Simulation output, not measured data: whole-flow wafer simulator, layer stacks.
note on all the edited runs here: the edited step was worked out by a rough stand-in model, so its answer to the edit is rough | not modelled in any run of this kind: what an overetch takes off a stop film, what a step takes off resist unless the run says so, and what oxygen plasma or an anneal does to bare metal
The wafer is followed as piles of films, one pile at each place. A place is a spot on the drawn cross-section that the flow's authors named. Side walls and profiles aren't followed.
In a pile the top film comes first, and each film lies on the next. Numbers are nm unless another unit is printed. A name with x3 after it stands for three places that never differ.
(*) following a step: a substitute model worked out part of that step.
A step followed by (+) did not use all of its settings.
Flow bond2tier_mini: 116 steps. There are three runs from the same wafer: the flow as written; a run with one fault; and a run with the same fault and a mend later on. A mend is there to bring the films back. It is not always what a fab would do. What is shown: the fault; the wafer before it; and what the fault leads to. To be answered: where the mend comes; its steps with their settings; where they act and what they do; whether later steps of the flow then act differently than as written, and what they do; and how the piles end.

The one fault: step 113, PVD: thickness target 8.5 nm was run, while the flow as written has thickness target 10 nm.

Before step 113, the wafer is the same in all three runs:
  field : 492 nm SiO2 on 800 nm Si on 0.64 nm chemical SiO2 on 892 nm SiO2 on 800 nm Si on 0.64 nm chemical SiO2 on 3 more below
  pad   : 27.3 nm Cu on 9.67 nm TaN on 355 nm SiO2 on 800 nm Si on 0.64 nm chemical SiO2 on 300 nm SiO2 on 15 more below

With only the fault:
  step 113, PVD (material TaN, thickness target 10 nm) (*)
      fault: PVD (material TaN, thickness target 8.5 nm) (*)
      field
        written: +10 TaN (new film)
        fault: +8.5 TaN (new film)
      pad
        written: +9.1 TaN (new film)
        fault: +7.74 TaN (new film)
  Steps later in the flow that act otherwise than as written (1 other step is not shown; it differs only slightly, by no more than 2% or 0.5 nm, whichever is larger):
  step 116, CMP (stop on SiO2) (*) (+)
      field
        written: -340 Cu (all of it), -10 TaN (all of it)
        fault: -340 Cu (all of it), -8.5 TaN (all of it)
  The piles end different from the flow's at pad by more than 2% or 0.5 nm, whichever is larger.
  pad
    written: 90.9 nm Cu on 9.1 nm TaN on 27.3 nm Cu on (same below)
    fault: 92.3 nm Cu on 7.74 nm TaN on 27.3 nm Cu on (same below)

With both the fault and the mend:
  The mend follows step 113.
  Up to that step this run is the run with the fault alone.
  step 113a, PVD (material TaN, thickness target 1.5 nm) (*) (a further turn of the flow's step 113, with different settings)
      field
        +1.5 TaN
      pad
        +1.36 TaN
  Every later step of the flow that is run acts as written at every place that is followed.
  At every place that both follow, the piles at the end match the flow's.
